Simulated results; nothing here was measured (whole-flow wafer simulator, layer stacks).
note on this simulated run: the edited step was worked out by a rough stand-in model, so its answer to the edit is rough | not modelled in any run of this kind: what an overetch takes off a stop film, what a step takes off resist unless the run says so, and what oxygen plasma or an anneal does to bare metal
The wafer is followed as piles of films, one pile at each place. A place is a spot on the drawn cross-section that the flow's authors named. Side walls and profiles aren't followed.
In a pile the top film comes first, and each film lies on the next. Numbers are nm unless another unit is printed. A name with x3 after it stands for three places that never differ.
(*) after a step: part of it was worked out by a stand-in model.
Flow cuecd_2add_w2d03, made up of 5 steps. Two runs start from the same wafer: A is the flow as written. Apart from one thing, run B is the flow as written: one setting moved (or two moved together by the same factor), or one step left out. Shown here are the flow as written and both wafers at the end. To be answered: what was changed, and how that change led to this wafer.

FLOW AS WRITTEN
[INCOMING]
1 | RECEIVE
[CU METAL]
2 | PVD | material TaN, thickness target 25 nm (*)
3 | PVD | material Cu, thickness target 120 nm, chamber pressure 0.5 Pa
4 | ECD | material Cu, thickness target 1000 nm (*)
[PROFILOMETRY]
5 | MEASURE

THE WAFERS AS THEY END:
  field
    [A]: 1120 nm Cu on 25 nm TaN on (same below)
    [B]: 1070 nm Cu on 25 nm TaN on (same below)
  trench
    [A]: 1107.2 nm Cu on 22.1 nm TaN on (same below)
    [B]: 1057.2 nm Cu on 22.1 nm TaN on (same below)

What caused this: step 4, ECD: thickness target 950 nm was run, whereas the flow has thickness target 1000 nm.

Step by step, how the change led to this:
  4 | ECD | material Cu, thickness target 1000 nm (*)
      field, trench: A +1000 Cu | B +950 Cu
